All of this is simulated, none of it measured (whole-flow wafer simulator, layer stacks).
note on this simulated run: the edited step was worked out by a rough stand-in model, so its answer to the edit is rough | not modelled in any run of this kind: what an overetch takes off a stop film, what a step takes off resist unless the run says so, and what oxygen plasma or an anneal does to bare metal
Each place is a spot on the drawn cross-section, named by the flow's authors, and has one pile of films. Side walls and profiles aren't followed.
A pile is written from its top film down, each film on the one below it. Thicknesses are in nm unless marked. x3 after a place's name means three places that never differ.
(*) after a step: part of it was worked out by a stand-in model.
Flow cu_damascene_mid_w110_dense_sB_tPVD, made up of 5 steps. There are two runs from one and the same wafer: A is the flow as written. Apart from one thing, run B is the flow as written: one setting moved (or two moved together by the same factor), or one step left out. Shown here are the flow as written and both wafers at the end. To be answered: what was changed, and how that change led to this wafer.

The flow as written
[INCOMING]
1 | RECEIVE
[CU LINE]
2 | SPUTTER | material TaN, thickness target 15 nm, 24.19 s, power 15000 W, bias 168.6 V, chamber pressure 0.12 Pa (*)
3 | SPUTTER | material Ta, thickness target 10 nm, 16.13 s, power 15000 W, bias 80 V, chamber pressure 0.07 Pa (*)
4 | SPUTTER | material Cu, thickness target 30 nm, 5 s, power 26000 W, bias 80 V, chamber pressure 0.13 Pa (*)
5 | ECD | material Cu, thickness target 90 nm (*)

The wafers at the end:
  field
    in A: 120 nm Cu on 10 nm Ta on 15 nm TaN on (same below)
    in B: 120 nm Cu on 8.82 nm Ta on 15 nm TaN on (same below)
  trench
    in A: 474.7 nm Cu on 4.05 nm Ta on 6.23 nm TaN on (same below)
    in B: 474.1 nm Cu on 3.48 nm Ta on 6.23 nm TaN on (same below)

The reason: step 3, SPUTTER: power 13230 W was run, though the flow has power 15000 W.

How this came from the change, step by step:
  3 | SPUTTER | material Ta, thickness target 10 nm, 16.13 s, power 15000 W, bias 80 V, chamber pressure 0.07 Pa (*)
      field: A Ta gains 10 (new film) | B Ta gains 8.82 (new film)
      trench: A Ta gains 4.05 (new film) | B Ta gains 3.48 (new film)
